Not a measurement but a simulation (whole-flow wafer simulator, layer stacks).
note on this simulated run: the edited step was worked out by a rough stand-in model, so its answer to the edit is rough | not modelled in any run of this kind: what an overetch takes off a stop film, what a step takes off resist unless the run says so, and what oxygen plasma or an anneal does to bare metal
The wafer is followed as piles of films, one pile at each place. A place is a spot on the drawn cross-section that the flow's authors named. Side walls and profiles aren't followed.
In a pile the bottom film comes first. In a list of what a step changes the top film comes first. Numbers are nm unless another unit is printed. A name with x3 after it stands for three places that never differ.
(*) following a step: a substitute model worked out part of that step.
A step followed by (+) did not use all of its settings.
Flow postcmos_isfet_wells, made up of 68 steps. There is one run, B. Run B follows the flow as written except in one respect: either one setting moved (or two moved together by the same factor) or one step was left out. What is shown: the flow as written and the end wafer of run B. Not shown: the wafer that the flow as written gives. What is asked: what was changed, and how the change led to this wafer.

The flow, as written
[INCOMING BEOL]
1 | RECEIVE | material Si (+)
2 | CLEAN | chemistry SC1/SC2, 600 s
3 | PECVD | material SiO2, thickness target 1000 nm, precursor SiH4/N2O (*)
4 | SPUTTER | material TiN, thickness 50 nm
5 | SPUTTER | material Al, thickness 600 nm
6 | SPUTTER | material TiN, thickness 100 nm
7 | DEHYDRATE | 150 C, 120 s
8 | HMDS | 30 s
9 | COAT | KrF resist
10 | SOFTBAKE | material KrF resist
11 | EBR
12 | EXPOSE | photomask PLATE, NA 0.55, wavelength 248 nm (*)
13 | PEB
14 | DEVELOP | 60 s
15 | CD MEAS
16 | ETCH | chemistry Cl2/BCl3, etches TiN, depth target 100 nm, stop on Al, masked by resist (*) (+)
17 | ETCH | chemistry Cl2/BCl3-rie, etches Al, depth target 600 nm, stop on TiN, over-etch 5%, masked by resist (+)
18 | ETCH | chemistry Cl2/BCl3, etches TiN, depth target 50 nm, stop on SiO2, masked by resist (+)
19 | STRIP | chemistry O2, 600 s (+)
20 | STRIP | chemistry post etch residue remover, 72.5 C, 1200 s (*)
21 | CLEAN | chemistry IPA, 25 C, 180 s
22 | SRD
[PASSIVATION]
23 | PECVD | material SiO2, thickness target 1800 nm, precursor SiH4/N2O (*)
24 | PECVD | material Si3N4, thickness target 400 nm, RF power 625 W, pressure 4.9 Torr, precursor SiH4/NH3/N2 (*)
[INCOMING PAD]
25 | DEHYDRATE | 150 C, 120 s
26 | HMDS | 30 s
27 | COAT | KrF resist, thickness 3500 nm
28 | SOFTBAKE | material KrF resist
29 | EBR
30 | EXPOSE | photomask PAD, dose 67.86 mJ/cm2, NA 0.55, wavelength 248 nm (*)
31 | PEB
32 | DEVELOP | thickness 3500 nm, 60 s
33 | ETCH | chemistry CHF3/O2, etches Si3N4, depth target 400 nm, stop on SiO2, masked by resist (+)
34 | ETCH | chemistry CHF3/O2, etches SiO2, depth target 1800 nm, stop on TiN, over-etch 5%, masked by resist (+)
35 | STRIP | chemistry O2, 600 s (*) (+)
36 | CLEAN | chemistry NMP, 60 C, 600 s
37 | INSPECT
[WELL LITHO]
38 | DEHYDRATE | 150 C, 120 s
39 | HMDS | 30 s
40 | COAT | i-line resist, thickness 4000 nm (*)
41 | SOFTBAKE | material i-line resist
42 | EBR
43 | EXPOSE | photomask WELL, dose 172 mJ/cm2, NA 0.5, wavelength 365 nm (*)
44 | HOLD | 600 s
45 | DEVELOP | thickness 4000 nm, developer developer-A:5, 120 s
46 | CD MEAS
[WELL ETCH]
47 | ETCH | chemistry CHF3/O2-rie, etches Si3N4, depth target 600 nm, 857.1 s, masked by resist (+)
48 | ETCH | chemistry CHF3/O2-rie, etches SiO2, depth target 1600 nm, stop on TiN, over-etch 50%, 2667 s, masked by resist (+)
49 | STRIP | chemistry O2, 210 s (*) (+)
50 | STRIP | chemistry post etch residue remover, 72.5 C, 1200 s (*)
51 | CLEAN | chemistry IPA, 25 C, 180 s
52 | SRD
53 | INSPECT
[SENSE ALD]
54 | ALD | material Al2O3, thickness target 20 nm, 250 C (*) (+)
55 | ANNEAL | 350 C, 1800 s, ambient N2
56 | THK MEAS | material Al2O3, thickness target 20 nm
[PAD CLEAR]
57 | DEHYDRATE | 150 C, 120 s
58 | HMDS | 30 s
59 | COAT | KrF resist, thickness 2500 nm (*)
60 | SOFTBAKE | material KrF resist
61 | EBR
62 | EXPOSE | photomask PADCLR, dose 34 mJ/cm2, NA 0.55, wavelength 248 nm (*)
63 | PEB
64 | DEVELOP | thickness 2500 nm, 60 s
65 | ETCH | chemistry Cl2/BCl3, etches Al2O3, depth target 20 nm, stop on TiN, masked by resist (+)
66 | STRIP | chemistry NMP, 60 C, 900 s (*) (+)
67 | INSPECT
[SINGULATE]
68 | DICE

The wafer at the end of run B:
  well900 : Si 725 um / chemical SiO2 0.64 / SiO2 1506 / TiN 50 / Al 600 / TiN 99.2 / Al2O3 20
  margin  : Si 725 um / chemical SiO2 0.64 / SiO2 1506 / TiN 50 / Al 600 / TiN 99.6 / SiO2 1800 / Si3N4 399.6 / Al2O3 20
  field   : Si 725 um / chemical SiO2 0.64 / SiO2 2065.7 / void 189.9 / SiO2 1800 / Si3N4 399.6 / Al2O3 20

Cause: step 3, PECVD: thickness target 1506 nm was run, though the flow has thickness target 1000 nm.
The wafer lets one read it off: well900 has SiO2 1506, and step 3 as written asks for 1000 nm.

The path from the change to this, step by step:
  3 | PECVD | material SiO2, thickness target 1000 nm, precursor SiH4/N2O (*)
      field, margin, well900, well1300 x3, pad_rim, pad_clr, pad_open: +1506 SiO2 (new film) (it would be, as written: +1000 SiO2 (new film))
